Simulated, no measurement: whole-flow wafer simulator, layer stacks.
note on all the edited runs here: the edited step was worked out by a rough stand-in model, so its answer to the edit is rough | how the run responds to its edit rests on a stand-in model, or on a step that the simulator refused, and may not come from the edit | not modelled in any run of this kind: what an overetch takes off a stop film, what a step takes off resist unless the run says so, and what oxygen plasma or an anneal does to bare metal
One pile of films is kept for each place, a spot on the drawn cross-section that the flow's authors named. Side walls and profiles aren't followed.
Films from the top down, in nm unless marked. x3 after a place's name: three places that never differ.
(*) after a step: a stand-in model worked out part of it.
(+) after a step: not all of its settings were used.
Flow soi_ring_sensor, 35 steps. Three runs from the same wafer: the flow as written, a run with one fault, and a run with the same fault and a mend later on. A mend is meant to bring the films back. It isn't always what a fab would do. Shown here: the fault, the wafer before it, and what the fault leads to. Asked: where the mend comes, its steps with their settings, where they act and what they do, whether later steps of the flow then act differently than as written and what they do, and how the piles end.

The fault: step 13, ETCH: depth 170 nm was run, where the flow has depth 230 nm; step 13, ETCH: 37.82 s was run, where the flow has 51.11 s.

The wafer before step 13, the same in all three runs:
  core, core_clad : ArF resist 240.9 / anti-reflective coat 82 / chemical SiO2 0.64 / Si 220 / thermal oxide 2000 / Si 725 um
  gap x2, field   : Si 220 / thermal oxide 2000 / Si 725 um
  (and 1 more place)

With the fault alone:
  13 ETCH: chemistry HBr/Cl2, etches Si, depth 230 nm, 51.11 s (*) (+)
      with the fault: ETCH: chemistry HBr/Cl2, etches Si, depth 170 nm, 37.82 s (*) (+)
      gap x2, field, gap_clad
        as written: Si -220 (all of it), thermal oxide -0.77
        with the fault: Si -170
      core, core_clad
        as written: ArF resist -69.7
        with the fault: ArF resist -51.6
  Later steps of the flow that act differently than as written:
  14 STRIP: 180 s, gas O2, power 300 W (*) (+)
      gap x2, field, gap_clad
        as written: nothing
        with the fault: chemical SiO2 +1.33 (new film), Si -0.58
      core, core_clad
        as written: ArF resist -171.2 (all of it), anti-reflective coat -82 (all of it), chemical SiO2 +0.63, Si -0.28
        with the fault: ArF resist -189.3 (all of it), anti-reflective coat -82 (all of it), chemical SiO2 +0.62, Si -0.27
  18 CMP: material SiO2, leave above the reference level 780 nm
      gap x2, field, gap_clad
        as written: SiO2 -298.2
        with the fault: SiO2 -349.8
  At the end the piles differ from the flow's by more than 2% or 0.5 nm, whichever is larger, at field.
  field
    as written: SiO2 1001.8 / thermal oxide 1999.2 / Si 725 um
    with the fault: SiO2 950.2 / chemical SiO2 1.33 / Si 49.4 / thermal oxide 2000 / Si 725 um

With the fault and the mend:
  The mend comes after step 13.
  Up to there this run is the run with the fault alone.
  13a ETCH: chemistry HBr/Cl2, etches Si, depth 60 nm, 13.33 s (*) (+) (the flow's step 13 once more, with other settings)
      gap x2, field, gap_clad
        Si -50 (all of it), thermal oxide -0.77
      core, core_clad
        ArF resist -18.2
  No later step of the flow acts differently than as written, at any place that is followed, by more than 2% or 0.5 nm, whichever is larger.
  At the end the piles are the same as the flow's at every place that both follow.
